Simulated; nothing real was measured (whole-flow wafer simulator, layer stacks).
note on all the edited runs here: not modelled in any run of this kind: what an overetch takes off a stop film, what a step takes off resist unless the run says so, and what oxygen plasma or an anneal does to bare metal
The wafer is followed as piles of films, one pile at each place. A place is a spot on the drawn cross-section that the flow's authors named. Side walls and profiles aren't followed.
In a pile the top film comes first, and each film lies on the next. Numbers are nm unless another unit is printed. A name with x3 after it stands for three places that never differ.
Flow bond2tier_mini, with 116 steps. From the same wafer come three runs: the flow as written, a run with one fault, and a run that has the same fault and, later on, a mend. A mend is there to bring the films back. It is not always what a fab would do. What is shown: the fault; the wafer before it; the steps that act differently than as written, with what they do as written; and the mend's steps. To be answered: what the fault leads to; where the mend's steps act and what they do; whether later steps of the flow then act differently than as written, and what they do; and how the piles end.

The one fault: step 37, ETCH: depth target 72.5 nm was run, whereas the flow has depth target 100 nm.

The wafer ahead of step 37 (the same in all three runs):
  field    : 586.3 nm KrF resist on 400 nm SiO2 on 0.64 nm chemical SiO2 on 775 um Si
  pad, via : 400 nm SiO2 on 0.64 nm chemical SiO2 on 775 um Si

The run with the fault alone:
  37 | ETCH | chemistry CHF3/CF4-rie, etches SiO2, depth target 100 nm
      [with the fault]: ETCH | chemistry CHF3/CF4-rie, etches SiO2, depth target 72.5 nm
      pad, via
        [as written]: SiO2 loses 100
        [with the fault]: SiO2 loses 72.5
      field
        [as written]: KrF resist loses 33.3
        [with the fault]: KrF resist loses 24.2
  Later steps of the flow acting differently than as written (not shown: 2 more steps that differ only slightly, by at most 2% or 0.5 nm, whichever is larger):
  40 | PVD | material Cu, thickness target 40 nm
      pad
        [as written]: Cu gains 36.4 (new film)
        [with the fault]: Cu gains 37.4 (new film)
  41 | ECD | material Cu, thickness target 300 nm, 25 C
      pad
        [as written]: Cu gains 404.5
        [with the fault]: Cu gains 375.8
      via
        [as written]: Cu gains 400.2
        [with the fault]: Cu gains 372.6
  At pad, the piles at the end differ from the flow's by more than 2% or 0.5 nm, whichever is larger.
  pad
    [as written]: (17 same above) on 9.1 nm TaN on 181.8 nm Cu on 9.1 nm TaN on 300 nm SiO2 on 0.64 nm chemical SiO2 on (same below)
    [with the fault]: (17 same above) on 9.1 nm TaN on 154.1 nm Cu on 9.35 nm TaN on 327.5 nm SiO2 on 0.64 nm chemical SiO2 on (same below)

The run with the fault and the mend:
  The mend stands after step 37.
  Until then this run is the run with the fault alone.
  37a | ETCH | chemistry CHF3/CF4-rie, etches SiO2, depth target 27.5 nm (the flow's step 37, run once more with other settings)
      pad, via
        SiO2 loses 27.5
      field
        KrF resist loses 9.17
  Later steps of the flow that are run all act as written at every place that is followed.
  The piles end the same as the flow's at every place that both follow.
